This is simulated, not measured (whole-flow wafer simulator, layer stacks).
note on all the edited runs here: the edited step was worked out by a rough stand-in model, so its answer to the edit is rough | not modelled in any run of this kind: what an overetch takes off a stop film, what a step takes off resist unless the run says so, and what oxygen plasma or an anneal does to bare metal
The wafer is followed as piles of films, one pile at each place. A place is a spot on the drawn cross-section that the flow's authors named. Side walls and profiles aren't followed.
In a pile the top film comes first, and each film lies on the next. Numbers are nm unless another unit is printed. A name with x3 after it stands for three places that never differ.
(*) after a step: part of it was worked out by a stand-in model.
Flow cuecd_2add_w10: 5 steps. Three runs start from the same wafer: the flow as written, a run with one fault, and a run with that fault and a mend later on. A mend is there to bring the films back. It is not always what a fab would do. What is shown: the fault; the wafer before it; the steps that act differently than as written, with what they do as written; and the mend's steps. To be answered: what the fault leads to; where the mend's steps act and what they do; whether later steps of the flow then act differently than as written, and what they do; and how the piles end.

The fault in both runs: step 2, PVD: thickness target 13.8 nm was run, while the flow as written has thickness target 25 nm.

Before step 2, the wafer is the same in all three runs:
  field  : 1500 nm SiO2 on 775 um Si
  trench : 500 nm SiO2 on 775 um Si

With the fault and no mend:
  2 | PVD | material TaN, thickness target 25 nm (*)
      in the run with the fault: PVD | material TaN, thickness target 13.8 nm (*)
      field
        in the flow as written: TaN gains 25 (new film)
        in the run with the fault: TaN gains 13.8 (new film)
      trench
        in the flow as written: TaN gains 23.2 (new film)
        in the run with the fault: TaN gains 12.8 (new film)
  None of the later steps of the flow acts differently than as written at any place that is followed.
  At field, trench, the piles at the end differ from the flow's by more than 2% or 0.5 nm, whichever is larger.
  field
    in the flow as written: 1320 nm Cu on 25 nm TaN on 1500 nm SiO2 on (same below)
    in the run with the fault: 1320 nm Cu on 13.8 nm TaN on 1500 nm SiO2 on (same below)
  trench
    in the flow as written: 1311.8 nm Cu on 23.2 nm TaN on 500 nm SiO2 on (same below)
    in the run with the fault: 1311.8 nm Cu on 12.8 nm TaN on 500 nm SiO2 on (same below)

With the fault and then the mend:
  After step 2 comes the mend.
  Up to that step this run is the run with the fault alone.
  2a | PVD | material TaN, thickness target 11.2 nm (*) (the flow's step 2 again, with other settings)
      field
        TaN gains 11.2
      trench
        TaN gains 10.4
  None of the later steps of the flow acts differently than as written at any place that is followed.
  The piles end the same as the flow's at every place that both follow.
